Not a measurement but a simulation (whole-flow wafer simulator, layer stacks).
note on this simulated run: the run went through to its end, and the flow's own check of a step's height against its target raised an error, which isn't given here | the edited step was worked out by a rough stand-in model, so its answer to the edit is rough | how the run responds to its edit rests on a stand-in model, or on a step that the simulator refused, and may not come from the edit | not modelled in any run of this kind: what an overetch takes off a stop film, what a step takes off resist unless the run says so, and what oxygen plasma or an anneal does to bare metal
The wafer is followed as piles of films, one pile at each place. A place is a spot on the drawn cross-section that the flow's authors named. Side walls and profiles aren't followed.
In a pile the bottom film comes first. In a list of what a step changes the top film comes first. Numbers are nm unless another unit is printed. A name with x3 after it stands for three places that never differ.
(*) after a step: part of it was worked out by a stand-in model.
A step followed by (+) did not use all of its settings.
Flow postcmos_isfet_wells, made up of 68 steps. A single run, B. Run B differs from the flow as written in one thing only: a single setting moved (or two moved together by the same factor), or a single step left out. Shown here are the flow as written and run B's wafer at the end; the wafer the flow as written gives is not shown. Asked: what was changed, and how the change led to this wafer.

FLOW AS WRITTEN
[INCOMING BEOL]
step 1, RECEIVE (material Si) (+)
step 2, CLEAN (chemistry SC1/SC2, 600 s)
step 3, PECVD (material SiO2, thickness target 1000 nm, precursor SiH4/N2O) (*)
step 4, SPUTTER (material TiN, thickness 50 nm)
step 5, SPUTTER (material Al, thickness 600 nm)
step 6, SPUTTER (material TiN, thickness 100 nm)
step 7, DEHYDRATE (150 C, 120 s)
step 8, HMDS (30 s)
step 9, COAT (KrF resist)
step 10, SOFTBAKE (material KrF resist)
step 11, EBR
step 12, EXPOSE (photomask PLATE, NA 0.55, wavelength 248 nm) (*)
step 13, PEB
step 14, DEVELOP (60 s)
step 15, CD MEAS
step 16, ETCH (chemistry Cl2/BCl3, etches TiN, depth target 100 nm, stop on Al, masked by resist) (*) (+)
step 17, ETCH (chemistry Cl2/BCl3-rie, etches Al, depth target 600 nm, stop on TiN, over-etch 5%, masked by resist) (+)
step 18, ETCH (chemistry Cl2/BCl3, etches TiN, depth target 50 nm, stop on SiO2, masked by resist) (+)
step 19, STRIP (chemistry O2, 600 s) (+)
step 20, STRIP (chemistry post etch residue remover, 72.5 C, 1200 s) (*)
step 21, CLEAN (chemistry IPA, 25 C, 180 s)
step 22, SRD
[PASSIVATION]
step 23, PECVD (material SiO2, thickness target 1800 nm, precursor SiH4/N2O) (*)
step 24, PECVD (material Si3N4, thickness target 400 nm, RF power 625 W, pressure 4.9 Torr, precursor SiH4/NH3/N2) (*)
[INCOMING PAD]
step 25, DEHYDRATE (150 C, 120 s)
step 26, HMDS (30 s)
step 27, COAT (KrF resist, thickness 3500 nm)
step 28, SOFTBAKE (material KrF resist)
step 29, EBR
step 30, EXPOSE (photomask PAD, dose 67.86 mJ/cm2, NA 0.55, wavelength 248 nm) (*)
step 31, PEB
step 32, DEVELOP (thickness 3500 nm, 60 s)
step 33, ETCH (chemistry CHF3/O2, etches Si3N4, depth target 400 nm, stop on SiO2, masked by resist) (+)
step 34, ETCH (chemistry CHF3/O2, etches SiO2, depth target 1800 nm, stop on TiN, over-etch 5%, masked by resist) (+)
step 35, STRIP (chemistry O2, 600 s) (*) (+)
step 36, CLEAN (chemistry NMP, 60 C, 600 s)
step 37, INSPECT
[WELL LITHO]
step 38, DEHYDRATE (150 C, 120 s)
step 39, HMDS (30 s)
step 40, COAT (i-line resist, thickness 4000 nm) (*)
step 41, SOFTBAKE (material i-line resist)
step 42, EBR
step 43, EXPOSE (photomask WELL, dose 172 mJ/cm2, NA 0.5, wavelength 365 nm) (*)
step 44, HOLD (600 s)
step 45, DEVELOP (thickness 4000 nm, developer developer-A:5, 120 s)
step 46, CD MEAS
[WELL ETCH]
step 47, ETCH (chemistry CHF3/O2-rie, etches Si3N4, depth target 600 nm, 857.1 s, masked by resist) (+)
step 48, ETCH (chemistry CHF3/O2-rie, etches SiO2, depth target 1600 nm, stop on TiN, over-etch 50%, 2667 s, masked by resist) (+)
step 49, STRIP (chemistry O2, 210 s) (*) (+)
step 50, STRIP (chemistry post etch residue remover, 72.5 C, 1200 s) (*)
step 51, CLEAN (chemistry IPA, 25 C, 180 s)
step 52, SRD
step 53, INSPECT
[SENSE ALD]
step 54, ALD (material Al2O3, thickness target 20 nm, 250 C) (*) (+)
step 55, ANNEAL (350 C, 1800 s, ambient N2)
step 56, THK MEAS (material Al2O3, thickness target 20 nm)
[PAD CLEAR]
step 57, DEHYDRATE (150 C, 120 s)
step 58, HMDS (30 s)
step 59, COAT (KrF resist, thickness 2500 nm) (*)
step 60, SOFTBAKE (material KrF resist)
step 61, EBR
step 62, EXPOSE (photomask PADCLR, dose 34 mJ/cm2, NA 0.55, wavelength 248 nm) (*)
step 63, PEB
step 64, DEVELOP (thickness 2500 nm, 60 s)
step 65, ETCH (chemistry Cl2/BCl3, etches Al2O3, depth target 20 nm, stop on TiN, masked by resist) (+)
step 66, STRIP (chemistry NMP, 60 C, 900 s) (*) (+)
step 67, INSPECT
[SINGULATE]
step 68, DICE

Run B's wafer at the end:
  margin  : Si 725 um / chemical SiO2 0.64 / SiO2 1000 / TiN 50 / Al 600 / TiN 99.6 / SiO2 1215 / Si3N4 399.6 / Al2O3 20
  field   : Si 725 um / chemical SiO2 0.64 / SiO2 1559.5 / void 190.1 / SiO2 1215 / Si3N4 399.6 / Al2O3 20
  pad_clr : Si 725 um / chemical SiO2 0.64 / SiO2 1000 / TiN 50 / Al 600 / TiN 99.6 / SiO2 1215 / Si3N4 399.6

Cause: step 23, PECVD: thickness target 1215 nm was run, while the flow as written has thickness target 1800 nm.
One can read it off the wafer: margin has SiO2 1215, and step 23 as written asks for 1800 nm.

Step by step, how the change led to this:
  step 23, PECVD (material SiO2, thickness target 1800 nm, precursor SiH4/N2O) (*)
      margin, well900, well1300 x3, pad_rim, pad_clr, pad_open: +1215 SiO2 (new film) (as written it would have been: +1800 SiO2 (new film))
      field: +1215 SiO2 (new film), +190.1 void (new film), +559.5 SiO2 (as written it would have been: +1800 SiO2 (new film), +189.9 void (new film), +559.7 SiO2)
  step 34, ETCH (chemistry CHF3/O2, etches SiO2, depth target 1800 nm, stop on TiN, over-etch 5%, masked by resist) (+)
      field, margin, well900, well1300 x3, pad_rim, pad_clr: -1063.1 KrF resist (as written it would have been: -1500 KrF resist)
      pad_open: -1215 SiO2 (all of it) (as written it would have been: -1800 SiO2 (all of it))
  step 35, STRIP (chemistry O2, 600 s) (*) (+)
      field, margin, well900, well1300 x3, pad_rim, pad_clr: -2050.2 KrF resist (all of it) (as written it would have been: -1613.3 KrF resist (all of it))
  step 40, COAT (i-line resist, thickness 4000 nm) (*)
      pad_clr: +3442.4 i-line resist (new film) (as written it would have been: +3256.8 i-line resist (new film))
      pad_open: +4593.8 i-line resist (new film) (as written it would have been: +4804.7 i-line resist (new film))
  step 41, SOFTBAKE (material i-line resist)
      pad_clr: -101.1 i-line resist (as written it would have been: -156.7 i-line resist)
      pad_open: +88 i-line resist (as written it would have been: +115.3 i-line resist)
  step 48, ETCH (chemistry CHF3/O2-rie, etches SiO2, depth target 1600 nm, stop on TiN, over-etch 50%, 2667 s, masked by resist) (+)
      well900, well1300 x3: -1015 SiO2 (all of it) (as written it would have been: -1600 SiO2 (all of it))
  step 49, STRIP (chemistry O2, 210 s) (*) (+)
      pad_clr: -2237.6 i-line resist (all of it) (as written it would have been: -1996.5 i-line resist (all of it))
      pad_open: -3578.2 i-line resist (all of it) (as written it would have been: -3816.3 i-line resist (all of it))
  step 59, COAT (KrF resist, thickness 2500 nm) (*)
      field: +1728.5 KrF resist (new film) (as written it would have been: +1449 KrF resist (new film))
      margin: +1728.4 KrF resist (new film) (as written it would have been: +1448.9 KrF resist (new film))
      (as well as at 3 more places)
  step 60, SOFTBAKE (material KrF resist)
      pad_clr: -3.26 KrF resist (as written it would have been: -3.77 KrF resist)
  step 63, PEB
      field, margin: -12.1 KrF resist (as written it would have been: -10.1 KrF resist)
      pad_rim: -14.9 KrF resist (as written it would have been: -13.9 KrF resist)
      (as well as at 2 more places)
  step 64, DEVELOP (thickness 2500 nm, 60 s)
      pad_clr: -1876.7 KrF resist (all of it) (as written it would have been: -1676 KrF resist (all of it))
      pad_open: -2895.6 KrF resist (all of it) (as written it would have been: -3045.1 KrF resist (all of it))
  step 66, STRIP (chemistry NMP, 60 C, 900 s) (*) (+)
      field: -1677.6 KrF resist (all of it) (as written it would have been: -1400.1 KrF resist (all of it))
      margin: -1677.5 KrF resist (all of it) (as written it would have been: -1400.1 KrF resist (all of it))
      (as well as at 1 more place)
